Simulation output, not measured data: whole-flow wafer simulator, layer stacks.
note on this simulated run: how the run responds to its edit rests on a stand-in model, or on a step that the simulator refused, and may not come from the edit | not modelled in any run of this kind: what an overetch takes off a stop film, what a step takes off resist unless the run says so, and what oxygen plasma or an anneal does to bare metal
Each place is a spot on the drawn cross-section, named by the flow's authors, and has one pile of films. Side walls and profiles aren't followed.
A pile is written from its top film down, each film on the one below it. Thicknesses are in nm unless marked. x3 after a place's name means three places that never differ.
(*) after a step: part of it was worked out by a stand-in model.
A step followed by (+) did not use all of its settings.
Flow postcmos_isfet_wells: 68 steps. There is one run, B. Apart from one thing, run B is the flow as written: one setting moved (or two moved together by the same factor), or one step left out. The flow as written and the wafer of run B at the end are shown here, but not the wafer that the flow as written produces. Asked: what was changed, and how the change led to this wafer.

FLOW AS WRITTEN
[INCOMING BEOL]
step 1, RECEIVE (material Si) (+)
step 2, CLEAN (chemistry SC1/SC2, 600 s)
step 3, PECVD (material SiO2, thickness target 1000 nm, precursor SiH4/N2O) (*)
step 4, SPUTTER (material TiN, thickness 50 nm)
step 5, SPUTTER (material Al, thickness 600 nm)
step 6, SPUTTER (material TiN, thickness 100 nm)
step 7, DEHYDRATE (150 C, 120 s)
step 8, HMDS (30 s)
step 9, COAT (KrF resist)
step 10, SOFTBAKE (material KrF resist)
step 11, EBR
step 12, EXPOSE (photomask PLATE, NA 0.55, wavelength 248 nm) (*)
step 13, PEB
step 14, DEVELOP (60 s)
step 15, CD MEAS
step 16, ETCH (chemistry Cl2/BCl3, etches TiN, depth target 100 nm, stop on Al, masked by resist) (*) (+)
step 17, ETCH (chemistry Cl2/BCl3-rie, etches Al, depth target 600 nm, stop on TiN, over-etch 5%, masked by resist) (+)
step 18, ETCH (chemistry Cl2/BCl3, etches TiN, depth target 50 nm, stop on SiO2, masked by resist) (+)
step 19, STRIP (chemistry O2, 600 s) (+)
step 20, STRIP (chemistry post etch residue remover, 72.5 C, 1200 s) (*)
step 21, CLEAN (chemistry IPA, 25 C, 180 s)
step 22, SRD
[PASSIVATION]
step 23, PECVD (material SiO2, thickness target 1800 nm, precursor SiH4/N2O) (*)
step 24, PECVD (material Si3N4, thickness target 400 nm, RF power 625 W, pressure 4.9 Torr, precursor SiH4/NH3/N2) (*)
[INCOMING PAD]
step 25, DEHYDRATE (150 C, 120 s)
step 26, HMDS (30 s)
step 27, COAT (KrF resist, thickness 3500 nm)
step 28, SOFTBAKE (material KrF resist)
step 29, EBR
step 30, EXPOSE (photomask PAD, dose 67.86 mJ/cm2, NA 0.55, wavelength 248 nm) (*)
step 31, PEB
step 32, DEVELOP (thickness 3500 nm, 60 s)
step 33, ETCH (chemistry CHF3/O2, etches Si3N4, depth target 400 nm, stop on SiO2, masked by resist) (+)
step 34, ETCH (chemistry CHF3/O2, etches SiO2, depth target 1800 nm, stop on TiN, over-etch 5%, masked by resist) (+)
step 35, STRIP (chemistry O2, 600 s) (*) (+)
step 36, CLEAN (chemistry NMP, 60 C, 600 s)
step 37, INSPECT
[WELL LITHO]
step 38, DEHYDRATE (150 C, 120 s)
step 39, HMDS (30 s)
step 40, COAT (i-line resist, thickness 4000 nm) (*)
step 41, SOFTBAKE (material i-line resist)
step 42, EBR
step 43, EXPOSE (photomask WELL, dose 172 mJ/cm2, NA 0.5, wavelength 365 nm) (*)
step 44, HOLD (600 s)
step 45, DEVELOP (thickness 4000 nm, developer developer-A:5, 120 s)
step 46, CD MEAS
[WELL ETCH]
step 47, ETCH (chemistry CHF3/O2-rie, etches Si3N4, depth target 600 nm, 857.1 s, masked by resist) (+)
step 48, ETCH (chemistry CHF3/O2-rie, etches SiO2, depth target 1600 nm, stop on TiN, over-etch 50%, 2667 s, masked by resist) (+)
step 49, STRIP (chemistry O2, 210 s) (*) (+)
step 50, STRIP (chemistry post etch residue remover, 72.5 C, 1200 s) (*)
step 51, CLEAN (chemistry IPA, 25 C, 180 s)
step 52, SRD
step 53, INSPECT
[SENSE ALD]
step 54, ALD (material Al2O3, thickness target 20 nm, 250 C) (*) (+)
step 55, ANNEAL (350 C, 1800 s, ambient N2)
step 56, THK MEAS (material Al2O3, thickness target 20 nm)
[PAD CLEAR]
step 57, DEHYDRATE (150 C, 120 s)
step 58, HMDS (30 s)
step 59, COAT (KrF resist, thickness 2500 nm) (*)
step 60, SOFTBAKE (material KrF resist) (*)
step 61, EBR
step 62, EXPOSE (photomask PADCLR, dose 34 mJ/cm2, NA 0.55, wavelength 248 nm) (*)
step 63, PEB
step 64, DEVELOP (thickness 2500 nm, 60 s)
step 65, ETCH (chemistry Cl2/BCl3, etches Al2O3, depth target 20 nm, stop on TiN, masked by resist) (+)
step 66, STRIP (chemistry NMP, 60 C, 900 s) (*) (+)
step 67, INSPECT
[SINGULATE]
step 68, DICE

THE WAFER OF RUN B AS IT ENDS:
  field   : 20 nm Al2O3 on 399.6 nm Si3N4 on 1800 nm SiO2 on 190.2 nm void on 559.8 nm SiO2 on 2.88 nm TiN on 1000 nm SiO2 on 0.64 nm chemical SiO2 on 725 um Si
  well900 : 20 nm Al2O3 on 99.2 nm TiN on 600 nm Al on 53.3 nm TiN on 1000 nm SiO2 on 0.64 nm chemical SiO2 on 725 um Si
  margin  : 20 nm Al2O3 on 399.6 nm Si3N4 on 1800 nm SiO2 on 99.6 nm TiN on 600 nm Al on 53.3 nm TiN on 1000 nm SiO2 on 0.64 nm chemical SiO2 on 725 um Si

The reason: step 4, SPUTTER: thickness 53.3 nm was run, whereas the flow has thickness 50 nm.
One can read it off the wafer: well900 has TiN 53.3, and step 4 as written asks for 50 nm.

How this came from the change, step by step:
  step 4, SPUTTER (material TiN, thickness 50 nm)
      field, margin, well900 and 6 more: TiN gains 53.3 (new film) (it would be, as written: TiN gains 50 (new film))
  step 18, ETCH (chemistry Cl2/BCl3, etches TiN, depth target 50 nm, stop on SiO2, masked by resist) (+)
      field: TiN loses 50 (it would be, as written: TiN loses 50 (all of it))
  step 23, PECVD (material SiO2, thickness target 1800 nm, precursor SiH4/N2O) (*)
      field: SiO2 gains 1800 (new film), void gains 190.2 (new film), SiO2 gains 559.8 (new film) (it would be, as written: SiO2 gains 1800 (new film), void gains 189.9 (new film), SiO2 gains 559.7)
If metal films that touch count as one body, field has 1 body; the flow as written gives 0 bodies.
